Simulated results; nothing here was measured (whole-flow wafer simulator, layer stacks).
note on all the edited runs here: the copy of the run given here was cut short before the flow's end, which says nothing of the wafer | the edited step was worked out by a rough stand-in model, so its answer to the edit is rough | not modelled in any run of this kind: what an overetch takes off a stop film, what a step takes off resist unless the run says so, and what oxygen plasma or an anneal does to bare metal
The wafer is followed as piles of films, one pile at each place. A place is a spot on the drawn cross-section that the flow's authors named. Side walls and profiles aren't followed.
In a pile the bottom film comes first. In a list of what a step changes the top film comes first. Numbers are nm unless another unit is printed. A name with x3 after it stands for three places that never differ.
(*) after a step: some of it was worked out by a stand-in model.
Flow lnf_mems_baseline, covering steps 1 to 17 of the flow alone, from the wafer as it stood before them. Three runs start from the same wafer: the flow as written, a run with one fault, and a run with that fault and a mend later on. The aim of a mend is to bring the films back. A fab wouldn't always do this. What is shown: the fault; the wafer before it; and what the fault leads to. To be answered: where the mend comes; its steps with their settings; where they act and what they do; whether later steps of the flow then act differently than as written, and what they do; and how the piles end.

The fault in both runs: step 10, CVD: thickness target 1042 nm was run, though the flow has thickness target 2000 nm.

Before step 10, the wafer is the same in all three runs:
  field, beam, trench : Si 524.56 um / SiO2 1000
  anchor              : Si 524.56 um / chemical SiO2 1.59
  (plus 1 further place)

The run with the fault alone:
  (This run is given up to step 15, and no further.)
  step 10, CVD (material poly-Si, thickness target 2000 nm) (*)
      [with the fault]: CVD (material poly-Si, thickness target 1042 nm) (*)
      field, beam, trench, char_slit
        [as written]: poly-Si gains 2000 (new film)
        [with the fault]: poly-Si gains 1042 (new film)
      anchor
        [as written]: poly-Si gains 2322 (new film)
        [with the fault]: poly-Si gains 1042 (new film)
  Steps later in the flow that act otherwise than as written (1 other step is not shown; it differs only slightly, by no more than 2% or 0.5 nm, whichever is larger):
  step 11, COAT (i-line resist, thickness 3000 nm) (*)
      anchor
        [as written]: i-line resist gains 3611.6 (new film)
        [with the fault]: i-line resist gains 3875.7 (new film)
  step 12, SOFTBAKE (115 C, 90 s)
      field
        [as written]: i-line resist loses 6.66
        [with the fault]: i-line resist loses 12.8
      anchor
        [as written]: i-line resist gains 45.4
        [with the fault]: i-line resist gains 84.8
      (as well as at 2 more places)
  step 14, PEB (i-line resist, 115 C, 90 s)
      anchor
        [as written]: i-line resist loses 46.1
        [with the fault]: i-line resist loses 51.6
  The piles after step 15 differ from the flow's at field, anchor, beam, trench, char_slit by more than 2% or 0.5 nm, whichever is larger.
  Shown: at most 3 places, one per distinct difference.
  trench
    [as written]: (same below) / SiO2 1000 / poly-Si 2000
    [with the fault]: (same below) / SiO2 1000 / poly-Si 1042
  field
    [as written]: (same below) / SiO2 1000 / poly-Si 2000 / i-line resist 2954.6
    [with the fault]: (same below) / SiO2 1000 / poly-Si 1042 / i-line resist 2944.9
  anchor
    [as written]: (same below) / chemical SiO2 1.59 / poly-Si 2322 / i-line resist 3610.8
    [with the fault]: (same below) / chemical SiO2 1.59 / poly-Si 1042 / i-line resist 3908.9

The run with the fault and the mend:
  The mend follows step 10.
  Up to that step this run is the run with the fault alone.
  step 10a, ETCH (chemistry tmah, depth target 1343 nm)
      field, anchor, beam, trench, char_slit
        poly-Si loses 1042 (all of it)
  step 10b, CLEAN (chemistry SC1/SC2) (the flow's step 1, run once more)
      leaves every film unchanged at each place that is followed
  step 10c, CVD (material poly-Si, thickness target 2000 nm) (*) (the flow's step 10, run once more)
      field, beam, trench, char_slit
        poly-Si gains 2000 (new film)
      anchor
        poly-Si gains 2322 (new film)
  Later steps of the flow that are run all act as written at every place that is followed.
  The piles end the same as the flow's at every place that both follow.
